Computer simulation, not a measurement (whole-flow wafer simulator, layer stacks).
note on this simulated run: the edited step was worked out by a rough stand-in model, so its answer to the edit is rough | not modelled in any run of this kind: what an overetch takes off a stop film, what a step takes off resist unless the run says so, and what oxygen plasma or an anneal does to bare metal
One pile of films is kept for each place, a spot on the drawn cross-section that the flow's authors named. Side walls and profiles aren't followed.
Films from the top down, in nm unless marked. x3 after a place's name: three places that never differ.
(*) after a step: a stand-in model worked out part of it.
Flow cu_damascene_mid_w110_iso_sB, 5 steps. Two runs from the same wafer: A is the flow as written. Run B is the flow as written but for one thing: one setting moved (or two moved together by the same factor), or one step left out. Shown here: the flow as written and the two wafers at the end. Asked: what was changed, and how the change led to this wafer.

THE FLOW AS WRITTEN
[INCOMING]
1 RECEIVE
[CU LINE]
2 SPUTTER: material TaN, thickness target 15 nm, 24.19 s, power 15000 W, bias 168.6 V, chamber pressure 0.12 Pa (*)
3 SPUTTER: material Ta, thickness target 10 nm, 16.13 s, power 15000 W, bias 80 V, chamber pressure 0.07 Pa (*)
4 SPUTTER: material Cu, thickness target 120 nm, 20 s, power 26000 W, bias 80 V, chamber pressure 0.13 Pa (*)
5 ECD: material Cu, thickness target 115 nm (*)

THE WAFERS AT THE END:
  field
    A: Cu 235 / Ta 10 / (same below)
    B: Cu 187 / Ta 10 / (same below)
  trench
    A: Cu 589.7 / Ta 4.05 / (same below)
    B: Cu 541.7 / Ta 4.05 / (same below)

The cause: step 4, SPUTTER: thickness target 72 nm was run, where the flow has thickness target 120 nm; step 4, SPUTTER: 12 s was run, where the flow has 20 s.

How the change led to this, step by step:
  4 SPUTTER: material Cu, thickness target 120 nm, 20 s, power 26000 W, bias 80 V, chamber pressure 0.13 Pa (*)
      field: A Cu +120 (new film) | B Cu +72 (new film)
      trench: A Cu +49.9 (new film) | B Cu +30 (new film)
  5 ECD: material Cu, thickness target 115 nm (*)
      trench: A Cu +539.8 | B Cu +511.8
